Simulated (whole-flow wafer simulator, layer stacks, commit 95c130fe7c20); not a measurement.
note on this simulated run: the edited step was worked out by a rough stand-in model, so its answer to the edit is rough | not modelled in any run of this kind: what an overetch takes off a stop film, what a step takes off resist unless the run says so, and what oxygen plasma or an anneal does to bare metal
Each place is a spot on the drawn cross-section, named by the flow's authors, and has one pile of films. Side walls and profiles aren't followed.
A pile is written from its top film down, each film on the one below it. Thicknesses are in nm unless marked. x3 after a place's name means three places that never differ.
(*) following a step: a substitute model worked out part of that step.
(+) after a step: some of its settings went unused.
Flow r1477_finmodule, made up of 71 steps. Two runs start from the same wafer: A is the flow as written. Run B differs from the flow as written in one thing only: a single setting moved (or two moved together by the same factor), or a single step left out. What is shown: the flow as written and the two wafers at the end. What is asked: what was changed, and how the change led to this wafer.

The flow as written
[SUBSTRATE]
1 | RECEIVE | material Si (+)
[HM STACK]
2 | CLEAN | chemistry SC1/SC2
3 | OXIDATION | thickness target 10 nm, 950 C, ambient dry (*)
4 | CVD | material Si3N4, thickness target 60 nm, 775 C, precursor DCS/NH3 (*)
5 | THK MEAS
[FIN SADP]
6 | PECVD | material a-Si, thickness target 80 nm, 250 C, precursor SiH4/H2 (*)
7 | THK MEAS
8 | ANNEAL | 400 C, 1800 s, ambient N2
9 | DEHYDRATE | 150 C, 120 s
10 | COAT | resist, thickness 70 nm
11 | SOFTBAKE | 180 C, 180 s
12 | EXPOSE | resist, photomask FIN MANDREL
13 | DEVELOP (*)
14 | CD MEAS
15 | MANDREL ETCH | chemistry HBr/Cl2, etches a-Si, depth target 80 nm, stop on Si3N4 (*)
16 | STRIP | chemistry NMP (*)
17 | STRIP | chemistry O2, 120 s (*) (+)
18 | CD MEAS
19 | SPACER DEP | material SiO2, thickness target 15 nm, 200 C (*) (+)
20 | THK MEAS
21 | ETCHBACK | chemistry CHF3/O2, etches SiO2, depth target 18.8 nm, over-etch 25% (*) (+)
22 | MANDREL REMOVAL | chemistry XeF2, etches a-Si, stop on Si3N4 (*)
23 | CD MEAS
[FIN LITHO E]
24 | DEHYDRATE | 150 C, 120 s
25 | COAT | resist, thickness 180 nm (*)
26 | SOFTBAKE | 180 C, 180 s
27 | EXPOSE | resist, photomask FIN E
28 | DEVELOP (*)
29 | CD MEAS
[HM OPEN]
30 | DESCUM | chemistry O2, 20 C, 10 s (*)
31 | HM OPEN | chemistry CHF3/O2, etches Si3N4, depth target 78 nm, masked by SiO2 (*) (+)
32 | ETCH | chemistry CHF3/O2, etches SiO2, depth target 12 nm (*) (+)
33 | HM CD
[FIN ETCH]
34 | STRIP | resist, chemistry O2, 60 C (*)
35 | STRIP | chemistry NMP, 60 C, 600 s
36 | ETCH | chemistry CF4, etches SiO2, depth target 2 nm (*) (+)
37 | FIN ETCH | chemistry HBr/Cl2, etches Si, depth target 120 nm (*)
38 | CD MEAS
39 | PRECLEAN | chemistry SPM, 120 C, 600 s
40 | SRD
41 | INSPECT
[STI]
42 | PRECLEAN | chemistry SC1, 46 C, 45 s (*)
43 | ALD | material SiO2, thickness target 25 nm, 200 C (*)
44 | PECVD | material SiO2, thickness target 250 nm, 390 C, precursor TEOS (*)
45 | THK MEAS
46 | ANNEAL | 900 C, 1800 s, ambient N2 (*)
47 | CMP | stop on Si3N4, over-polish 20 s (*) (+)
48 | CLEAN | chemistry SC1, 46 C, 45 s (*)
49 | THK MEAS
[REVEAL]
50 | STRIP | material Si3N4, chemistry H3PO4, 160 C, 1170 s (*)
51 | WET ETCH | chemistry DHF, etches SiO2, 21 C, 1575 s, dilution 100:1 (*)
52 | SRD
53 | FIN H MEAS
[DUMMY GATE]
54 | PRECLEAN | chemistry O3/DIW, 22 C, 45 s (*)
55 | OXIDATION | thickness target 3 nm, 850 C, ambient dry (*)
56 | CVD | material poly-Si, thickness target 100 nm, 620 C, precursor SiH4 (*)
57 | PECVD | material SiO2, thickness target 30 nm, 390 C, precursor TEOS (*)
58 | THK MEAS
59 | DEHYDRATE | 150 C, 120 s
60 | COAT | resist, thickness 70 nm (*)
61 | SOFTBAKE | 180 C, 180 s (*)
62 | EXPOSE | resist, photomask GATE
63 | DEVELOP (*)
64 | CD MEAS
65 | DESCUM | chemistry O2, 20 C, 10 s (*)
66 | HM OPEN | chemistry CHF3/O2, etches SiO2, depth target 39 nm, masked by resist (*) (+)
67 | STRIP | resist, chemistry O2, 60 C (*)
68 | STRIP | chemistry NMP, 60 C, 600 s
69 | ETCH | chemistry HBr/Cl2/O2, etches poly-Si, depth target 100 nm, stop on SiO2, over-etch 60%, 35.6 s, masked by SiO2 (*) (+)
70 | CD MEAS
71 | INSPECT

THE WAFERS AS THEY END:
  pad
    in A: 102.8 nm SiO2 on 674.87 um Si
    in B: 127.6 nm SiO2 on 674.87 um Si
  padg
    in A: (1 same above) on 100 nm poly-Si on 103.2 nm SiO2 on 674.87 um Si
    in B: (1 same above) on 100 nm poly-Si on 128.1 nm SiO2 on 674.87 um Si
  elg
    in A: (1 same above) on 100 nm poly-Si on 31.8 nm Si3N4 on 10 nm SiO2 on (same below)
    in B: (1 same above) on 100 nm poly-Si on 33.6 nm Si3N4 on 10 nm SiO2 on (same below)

The reason: step 51, WET ETCH: 1118 s was run, whereas the flow has 1575 s.

Step by step, how the change led to this:
  51 | WET ETCH | chemistry DHF, etches SiO2, 21 C, 1575 s, dilution 100:1 (*)
      pad, padg, e40sg and 12 more: A SiO2 loses 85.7 | B SiO2 loses 60.8
      elg, e40lg, e100lg, e200lg, elo, e40lo, e100lo, e200lo: A SiO2 loses 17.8 (all of it), Si3N4 loses 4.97 | B SiO2 loses 17.8 (all of it), Si3N4 loses 3.11
      (and at 7 other places as well)
  56 | CVD | material poly-Si, thickness target 100 nm, 620 C, precursor SiH4 (*)
      s40cg, s40co: A poly-Si gains 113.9 (new film) | B poly-Si gains 100 (new film)
      s45cg, s45co: A poly-Si gains 113.4 (new film) | B poly-Si gains 100 (new film)
      (and at 3 other places as well)
  60 | COAT | resist, thickness 70 nm (*)
      e40sg, eso, e40so: A resist gains 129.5 (new film) | B resist gains 107.7 (new film)
      e100sg, e100so: A resist gains 129.4 (new film) | B resist gains 107.6 (new film)
      (and at 20 other places as well)
  63 | DEVELOP (*)
      eso, e40so: A resist loses 129.5 (all of it) | B resist loses 107.7 (all of it)
      e100so: A resist loses 129.4 (all of it) | B resist loses 107.6 (all of it)
      (and at 10 other places as well)
  67 | STRIP | resist, chemistry O2, 60 C (*)
      e40lg, e100lg, e200lg: A resist loses 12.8 (all of it) | B resist loses 13.9 (all of it)
      e40sg: A resist loses 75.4 (all of it) | B resist loses 53.5 (all of it)
      (and at 11 other places as well)
  69 | ETCH | chemistry HBr/Cl2/O2, etches poly-Si, depth target 100 nm, stop on SiO2, over-etch 60%, 35.6 s, masked by SiO2 (*) (+)
      s40so_line, s45so_line, s50so_line: A chemical SiO2 loses 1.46 (all of it), poly-Si loses 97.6 (all of it), SiO2 loses 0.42 | B chemical SiO2 loses 1.34 (all of it), poly-Si loses 99.6 (all of it), SiO2 loses 0.32
      s40co: A chemical SiO2 loses 1.46 (all of it), poly-Si loses 111.5 (all of it), SiO2 loses 0.24 | B chemical SiO2 loses 1.34 (all of it), poly-Si loses 97.6 (all of it), SiO2 loses 0.42
      (and at 2 other places as well)
